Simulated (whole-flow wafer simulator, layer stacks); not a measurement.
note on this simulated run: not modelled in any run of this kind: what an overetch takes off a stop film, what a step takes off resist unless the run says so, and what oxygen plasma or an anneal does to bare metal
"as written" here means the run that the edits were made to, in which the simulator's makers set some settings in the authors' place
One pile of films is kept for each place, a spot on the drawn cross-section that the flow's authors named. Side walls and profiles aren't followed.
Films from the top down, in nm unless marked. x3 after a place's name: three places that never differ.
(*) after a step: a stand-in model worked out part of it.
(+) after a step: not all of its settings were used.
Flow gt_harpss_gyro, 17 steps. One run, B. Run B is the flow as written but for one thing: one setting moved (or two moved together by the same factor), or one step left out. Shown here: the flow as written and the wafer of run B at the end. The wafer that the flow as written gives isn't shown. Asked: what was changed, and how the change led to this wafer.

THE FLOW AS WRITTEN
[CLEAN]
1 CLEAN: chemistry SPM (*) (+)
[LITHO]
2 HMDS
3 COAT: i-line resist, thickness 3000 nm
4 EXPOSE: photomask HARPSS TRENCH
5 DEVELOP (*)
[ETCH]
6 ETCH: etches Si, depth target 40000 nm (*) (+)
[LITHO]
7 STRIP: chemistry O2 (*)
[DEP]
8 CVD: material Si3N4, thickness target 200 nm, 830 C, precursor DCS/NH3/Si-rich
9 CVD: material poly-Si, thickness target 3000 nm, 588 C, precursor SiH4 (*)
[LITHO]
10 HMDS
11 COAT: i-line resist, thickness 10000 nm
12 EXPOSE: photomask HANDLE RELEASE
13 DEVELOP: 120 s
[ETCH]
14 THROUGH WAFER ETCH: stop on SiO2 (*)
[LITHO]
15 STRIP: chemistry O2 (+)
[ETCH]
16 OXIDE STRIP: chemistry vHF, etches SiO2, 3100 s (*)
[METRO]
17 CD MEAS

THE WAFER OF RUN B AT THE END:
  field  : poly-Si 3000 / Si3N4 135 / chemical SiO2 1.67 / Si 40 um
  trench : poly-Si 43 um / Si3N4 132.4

The cause: step 8, CVD: thickness target 135 nm was run, where the flow has thickness target 200 nm.
It can be read off the wafer: field has Si3N4 135, and step 8 as written asks for 200 nm.

How the change led to this, step by step:
  8 CVD: material Si3N4, thickness target 200 nm, 830 C, precursor DCS/NH3/Si-rich
      field: Si3N4 +135 (new film) (as written it would be: Si3N4 +200 (new film))
      trench: Si3N4 +132.4 (new film) (as written it would be: Si3N4 +195.9 (new film))
  9 CVD: material poly-Si, thickness target 3000 nm, 588 C, precursor SiH4 (*)
      trench: poly-Si +43 um (new film) (as written it would be: poly-Si +43.01 um (new film))
